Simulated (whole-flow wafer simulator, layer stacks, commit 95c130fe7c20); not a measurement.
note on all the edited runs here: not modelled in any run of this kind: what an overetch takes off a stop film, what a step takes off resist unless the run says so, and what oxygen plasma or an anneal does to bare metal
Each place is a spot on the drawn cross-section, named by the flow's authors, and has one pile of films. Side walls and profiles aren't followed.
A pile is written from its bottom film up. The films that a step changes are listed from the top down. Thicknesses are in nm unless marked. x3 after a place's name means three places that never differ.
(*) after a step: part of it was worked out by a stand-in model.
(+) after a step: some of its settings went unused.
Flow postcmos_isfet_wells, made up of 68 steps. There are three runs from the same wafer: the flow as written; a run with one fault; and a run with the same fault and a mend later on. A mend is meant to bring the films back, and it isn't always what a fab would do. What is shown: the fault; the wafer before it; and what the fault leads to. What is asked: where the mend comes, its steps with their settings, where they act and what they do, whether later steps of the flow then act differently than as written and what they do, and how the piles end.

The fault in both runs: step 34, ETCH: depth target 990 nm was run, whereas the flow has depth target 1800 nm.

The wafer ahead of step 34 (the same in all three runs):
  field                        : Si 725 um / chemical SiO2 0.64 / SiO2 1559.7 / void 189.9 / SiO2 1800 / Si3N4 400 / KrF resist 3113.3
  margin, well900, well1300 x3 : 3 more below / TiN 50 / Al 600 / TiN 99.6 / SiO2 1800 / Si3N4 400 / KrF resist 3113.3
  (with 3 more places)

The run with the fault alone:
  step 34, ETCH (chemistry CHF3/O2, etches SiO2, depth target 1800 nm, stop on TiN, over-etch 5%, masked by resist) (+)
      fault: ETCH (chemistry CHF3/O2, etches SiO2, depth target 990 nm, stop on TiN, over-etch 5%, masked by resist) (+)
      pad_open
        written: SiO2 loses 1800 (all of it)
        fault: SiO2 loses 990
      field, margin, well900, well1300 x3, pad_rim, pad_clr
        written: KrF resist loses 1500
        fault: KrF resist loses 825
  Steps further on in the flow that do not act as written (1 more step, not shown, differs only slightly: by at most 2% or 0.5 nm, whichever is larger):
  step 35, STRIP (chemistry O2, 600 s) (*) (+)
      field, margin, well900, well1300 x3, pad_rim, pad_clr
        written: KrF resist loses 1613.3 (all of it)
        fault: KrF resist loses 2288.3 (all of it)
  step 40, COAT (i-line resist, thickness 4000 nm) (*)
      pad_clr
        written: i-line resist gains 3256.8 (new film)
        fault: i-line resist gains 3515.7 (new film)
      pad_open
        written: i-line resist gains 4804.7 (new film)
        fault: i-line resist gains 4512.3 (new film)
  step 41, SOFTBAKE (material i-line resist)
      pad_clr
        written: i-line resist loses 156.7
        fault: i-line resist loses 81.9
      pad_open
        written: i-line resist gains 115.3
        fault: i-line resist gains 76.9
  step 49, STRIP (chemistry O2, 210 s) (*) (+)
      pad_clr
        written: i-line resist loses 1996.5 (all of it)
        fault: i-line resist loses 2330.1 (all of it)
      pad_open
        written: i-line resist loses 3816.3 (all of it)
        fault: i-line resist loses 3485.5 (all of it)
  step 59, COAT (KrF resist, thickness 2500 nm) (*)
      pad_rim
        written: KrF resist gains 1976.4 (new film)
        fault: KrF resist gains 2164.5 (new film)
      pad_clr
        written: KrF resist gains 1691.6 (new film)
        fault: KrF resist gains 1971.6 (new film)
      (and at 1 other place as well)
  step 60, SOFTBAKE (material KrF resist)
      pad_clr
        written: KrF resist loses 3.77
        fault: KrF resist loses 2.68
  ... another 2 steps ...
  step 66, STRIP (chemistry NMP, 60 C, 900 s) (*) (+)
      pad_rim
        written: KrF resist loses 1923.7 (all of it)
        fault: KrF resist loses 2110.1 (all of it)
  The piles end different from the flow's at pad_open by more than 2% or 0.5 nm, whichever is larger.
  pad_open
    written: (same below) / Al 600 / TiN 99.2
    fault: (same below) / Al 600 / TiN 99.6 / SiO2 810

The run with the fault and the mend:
  The mend follows step 34.
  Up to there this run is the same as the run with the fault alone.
  step 34a, ETCH (chemistry CHF3/O2, etches SiO2, depth target 810 nm, stop on TiN, over-etch 5%, masked by resist) (the flow's step 34, run once more with other settings)
      field, margin, well900, well1300 x3, pad_rim, pad_clr
        KrF resist loses 675
      pad_open
        SiO2 loses 810 (all of it)
  Later steps of the flow that are run all act as written at every place that is followed.
  The piles end the same as the flow's at every place that both follow.
